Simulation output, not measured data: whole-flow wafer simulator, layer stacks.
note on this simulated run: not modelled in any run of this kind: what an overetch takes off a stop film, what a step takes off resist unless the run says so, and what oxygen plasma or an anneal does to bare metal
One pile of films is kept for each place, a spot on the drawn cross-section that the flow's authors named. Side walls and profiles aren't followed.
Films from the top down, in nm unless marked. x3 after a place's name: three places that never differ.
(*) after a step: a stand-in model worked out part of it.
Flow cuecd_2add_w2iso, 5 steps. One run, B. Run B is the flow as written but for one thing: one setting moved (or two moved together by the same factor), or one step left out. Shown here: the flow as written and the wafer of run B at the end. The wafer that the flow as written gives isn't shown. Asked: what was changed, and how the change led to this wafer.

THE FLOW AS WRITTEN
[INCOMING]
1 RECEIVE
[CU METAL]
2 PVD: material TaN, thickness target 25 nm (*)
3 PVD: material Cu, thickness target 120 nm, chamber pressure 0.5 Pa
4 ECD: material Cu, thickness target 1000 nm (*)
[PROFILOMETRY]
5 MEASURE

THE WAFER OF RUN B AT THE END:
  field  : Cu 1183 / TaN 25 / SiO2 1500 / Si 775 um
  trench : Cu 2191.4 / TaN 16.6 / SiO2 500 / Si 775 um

The cause: step 3, PVD: thickness target 183 nm was run, where the flow has thickness target 120 nm.

How the change led to this, step by step:
  3 PVD: material Cu, thickness target 120 nm, chamber pressure 0.5 Pa
      field: Cu +183 (new film) (as written it would be: Cu +120 (new film))
      trench: Cu +122.8 (new film) (as written it would be: Cu +80.8 (new film))
